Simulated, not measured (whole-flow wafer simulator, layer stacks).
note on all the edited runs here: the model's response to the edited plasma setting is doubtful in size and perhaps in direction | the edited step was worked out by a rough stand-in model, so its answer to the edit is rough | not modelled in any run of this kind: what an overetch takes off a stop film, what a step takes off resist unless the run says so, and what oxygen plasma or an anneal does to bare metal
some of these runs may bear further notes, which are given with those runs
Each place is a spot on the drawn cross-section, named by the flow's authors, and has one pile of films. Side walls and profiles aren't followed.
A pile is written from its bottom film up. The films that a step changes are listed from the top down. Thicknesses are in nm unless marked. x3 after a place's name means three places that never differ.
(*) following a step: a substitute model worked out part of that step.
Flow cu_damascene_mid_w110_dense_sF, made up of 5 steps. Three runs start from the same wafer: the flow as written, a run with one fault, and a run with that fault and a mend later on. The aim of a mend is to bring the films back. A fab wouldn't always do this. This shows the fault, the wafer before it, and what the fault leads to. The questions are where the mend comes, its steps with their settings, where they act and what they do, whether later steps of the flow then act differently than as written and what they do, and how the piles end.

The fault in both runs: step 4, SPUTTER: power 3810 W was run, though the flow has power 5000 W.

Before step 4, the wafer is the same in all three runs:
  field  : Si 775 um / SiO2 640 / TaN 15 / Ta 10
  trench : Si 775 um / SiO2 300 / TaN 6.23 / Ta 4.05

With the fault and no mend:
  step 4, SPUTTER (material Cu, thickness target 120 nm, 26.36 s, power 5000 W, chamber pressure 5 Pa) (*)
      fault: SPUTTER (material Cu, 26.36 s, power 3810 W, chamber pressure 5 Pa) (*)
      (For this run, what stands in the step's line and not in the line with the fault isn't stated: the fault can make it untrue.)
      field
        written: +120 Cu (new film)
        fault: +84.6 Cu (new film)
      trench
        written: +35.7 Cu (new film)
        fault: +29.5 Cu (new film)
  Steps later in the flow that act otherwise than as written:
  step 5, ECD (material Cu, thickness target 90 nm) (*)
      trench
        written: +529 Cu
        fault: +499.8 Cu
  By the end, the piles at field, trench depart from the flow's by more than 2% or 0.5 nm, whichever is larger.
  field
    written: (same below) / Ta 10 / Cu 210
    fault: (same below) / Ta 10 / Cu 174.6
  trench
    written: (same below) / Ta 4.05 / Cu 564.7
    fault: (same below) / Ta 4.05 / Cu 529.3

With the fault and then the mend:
  After step 4 comes the mend.
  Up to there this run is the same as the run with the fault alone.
  step 4a, SPUTTER (material Cu, 8.669 s, power 5000 W, chamber pressure 5 Pa) (*) (the flow's step 4, run once more with other settings)
      field
        +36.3 Cu
      trench
        +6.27 Cu
  None of the later steps of the flow differs from how it acts as written, at any place that is followed, by more than 2% or 0.5 nm, whichever is larger.
  At the end the piles are close to the flow's at the places that both follow, differing by at most 2% or 0.5 nm, whichever is larger.
